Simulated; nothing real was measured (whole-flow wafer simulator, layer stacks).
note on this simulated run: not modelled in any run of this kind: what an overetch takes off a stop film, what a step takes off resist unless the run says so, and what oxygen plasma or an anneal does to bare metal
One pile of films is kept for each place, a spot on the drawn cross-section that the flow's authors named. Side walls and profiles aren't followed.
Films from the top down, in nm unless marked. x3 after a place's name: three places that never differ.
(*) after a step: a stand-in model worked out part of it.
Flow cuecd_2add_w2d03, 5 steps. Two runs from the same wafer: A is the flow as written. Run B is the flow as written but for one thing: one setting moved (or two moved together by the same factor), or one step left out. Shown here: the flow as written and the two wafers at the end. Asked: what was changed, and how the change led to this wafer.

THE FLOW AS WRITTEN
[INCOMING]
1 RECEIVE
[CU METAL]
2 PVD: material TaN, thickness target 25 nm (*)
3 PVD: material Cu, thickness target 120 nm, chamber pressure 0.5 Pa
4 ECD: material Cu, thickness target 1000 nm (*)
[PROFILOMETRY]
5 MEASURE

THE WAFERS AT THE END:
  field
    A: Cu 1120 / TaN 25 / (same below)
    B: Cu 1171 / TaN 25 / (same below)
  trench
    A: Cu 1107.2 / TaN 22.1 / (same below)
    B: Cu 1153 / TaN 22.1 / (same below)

The cause: step 3, PVD: thickness target 171 nm was run, where the flow has thickness target 120 nm.

How the change led to this, step by step:
  3 PVD: material Cu, thickness target 120 nm, chamber pressure 0.5 Pa
      field: A Cu +120 (new film) | B Cu +171 (new film)
      trench: A Cu +107.2 (new film) | B Cu +153 (new film)
